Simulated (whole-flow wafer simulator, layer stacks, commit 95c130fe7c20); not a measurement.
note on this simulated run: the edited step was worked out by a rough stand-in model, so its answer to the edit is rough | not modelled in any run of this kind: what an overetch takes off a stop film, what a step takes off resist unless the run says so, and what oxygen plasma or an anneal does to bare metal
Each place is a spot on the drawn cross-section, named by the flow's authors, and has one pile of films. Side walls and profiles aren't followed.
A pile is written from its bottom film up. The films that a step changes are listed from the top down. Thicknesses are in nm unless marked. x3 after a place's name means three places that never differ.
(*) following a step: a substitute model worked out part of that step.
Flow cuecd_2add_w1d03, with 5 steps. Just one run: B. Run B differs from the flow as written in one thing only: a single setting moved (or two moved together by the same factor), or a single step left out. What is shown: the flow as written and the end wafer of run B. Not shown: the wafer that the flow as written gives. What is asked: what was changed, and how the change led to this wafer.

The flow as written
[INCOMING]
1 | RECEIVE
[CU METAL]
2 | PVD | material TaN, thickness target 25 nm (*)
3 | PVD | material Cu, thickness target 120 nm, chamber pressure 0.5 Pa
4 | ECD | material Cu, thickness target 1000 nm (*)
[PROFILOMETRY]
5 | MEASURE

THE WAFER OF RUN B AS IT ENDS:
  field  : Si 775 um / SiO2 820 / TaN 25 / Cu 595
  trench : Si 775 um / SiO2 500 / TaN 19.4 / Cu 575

What caused this: step 4, ECD: thickness target 475 nm was run, whereas the flow has thickness target 1000 nm.

The path from the change to this, step by step:
  4 | ECD | material Cu, thickness target 1000 nm (*)
      field: +475 Cu (as written it would have been: +1000 Cu)
      trench: +481.6 Cu (as written it would have been: +1226.8 Cu)
